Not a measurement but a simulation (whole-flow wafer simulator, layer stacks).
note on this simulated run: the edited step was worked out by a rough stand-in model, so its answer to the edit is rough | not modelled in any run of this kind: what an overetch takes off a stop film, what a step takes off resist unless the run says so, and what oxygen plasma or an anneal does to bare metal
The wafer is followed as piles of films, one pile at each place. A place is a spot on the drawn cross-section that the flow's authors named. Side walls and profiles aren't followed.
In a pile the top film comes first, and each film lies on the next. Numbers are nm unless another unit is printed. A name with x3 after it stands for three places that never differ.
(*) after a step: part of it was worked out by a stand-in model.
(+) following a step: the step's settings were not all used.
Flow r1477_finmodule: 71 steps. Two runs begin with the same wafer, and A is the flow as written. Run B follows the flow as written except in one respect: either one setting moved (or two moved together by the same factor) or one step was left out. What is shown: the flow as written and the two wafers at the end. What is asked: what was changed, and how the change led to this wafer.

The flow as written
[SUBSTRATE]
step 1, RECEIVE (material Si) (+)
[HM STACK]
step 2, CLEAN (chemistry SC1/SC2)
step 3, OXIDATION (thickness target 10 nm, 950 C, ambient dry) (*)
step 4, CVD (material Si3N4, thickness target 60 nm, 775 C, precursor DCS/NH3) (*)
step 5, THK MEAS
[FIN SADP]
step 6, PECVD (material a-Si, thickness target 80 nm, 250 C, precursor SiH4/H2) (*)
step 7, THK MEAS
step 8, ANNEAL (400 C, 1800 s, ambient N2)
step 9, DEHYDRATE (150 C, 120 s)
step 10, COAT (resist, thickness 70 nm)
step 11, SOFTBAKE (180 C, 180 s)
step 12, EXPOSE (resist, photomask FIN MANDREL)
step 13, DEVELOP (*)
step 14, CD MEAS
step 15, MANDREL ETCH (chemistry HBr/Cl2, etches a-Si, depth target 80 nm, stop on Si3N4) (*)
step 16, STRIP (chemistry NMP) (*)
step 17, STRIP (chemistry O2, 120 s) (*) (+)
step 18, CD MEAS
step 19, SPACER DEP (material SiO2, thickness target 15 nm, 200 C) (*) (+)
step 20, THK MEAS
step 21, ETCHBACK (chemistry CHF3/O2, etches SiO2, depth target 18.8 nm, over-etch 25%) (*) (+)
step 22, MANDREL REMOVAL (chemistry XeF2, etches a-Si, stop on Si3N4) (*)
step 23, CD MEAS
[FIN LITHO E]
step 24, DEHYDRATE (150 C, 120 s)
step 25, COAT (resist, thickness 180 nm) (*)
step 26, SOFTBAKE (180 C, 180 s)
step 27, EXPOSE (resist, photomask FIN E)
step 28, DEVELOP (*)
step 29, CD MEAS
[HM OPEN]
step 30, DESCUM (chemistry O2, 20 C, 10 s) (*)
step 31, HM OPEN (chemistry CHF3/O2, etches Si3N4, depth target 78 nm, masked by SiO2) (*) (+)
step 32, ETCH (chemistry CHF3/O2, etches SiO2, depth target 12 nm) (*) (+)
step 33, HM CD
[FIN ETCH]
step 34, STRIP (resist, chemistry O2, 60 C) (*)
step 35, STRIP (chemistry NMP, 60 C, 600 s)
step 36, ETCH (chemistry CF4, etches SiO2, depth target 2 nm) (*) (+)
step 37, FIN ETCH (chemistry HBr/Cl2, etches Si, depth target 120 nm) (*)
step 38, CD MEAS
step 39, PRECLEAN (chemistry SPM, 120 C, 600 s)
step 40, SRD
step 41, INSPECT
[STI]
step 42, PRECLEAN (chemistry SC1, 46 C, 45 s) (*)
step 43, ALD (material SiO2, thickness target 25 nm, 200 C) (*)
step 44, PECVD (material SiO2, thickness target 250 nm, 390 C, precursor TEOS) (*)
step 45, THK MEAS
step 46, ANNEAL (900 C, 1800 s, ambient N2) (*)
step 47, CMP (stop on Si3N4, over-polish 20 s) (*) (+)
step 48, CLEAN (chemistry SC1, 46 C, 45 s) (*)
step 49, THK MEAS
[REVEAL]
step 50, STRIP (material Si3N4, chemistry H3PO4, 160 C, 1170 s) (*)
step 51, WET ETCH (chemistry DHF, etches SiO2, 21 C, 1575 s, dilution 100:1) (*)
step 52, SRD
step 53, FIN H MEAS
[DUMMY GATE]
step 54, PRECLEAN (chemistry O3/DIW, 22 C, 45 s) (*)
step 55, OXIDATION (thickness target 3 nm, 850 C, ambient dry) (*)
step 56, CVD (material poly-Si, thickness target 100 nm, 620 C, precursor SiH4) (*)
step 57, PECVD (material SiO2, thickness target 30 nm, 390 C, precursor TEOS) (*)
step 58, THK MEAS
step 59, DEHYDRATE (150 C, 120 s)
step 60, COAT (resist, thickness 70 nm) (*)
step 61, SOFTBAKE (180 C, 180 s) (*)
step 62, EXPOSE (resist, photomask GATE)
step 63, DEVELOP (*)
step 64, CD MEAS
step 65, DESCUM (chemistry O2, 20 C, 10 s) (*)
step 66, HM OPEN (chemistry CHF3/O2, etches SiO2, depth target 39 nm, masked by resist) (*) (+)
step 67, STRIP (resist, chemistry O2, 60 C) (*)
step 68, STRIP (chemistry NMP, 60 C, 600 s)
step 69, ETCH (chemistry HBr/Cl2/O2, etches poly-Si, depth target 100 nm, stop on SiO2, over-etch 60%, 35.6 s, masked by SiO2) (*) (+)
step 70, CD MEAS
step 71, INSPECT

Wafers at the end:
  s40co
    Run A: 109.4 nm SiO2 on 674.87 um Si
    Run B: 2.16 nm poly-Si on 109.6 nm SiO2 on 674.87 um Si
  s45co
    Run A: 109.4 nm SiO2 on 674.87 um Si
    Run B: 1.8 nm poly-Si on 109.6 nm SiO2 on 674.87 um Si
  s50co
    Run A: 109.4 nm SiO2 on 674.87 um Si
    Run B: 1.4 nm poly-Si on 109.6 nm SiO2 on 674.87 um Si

Cause: step 56, CVD: thickness target 150 nm was run, though the flow has thickness target 100 nm.

The path from the change to this, step by step:
  step 56, CVD (material poly-Si, thickness target 100 nm, 620 C, precursor SiH4) (*)
      pad, padg, elg and 26 more: A +100 poly-Si (new film) | B +150 poly-Si (new film)
      s40cg, s40co: A +113.9 poly-Si (new film) | B +164.6 poly-Si (new film)
      (and at 5 other places as well)
  step 67, STRIP (resist, chemistry O2, 60 C) (*)
      s40cg: A -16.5 resist (all of it) | B -15.9 resist (all of it)
      s45cg: A -16.9 resist (all of it) | B -16.2 resist (all of it)
      (and at 1 other place as well)
  step 69, ETCH (chemistry HBr/Cl2/O2, etches poly-Si, depth target 100 nm, stop on SiO2, over-etch 60%, 35.6 s, masked by SiO2) (*) (+)
      pad, e40so, e100so, e200so, s40so, s45so, s50so: A -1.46 chemical SiO2 (all of it), -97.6 poly-Si (all of it), -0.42 SiO2 | B -1.46 chemical SiO2 (all of it), -147.6 poly-Si (all of it)
      elo, e40lo, e100lo, e200lo: A -1.46 chemical SiO2 (all of it), -97.6 poly-Si (all of it), -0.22 Si3N4 | B -1.46 chemical SiO2 (all of it), -147.6 poly-Si (all of it)
      (and at 7 other places as well)
